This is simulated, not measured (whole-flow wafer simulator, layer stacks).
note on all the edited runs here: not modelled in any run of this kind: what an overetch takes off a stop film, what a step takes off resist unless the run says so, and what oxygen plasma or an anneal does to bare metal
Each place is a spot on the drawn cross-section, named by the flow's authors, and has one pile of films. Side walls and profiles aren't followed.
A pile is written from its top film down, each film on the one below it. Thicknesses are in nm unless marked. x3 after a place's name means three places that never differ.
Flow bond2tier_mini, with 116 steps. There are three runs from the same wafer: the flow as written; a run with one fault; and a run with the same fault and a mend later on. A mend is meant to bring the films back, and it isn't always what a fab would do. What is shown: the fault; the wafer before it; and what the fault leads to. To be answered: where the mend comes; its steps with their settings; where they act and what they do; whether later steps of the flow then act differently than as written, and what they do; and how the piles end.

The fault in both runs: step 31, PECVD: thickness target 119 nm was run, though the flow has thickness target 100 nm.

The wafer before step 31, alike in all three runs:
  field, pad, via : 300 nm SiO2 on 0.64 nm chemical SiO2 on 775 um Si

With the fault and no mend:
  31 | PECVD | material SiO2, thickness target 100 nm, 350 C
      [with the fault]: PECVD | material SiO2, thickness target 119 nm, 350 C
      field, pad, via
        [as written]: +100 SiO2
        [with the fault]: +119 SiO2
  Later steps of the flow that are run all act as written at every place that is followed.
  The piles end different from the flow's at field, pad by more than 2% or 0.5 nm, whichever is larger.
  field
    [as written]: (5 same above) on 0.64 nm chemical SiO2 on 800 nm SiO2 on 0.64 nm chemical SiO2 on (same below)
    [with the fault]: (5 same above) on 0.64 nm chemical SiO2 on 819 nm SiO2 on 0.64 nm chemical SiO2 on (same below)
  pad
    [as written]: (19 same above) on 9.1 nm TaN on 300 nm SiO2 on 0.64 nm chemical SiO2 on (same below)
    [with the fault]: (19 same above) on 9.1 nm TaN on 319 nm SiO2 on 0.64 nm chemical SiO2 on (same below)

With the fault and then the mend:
  The mend stands after step 31.
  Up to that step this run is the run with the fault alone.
  31a | ETCH | chemistry CHF3/CF4-rie, etches SiO2, depth target 19 nm (a further turn of the flow's step 9, with different settings)
      field, pad, via
        -19 SiO2
  Later steps of the flow that are run all act as written at every place that is followed.
  The piles end the same as the flow's at every place that both follow.
